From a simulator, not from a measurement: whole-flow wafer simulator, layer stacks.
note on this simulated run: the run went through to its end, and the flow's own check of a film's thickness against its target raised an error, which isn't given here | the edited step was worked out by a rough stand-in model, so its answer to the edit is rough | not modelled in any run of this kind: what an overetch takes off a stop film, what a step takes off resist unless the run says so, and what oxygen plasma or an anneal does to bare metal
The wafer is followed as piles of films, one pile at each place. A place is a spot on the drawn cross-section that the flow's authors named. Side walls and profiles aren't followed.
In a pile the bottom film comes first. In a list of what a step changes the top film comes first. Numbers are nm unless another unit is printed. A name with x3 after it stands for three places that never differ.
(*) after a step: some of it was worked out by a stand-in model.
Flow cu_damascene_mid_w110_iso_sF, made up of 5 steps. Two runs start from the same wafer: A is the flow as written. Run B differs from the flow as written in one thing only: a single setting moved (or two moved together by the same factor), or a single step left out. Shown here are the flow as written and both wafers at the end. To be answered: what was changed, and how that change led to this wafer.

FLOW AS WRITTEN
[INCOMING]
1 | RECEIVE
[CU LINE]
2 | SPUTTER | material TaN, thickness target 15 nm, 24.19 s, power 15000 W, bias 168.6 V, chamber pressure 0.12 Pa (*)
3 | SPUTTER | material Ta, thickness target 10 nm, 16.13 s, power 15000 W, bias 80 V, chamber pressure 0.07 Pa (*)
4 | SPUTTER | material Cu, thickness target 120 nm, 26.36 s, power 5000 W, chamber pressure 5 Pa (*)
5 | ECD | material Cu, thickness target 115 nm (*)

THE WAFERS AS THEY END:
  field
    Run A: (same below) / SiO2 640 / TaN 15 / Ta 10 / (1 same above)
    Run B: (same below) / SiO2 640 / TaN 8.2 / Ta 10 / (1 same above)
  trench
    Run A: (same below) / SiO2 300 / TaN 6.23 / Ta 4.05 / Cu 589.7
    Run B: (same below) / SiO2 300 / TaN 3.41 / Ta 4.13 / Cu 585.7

The reason: step 2, SPUTTER: thickness target 8.2 nm was run, whereas the flow has thickness target 15 nm; step 2, SPUTTER: 13.3 s was run, where the flow has 24.19 s.
One can read it off the wafer: field has TaN 8.2, and step 2 as written asks for 15 nm.

How this came from the change, step by step:
  2 | SPUTTER | material TaN, thickness target 15 nm, 24.19 s, power 15000 W, bias 168.6 V, chamber pressure 0.12 Pa (*)
      field: A TaN gains 15 (new film) | B TaN gains 8.2 (new film)
      trench: A TaN gains 6.23 (new film) | B TaN gains 3.41 (new film)
  4 | SPUTTER | material Cu, thickness target 120 nm, 26.36 s, power 5000 W, chamber pressure 5 Pa (*)
      trench: A Cu gains 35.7 (new film) | B Cu gains 36.5 (new film)
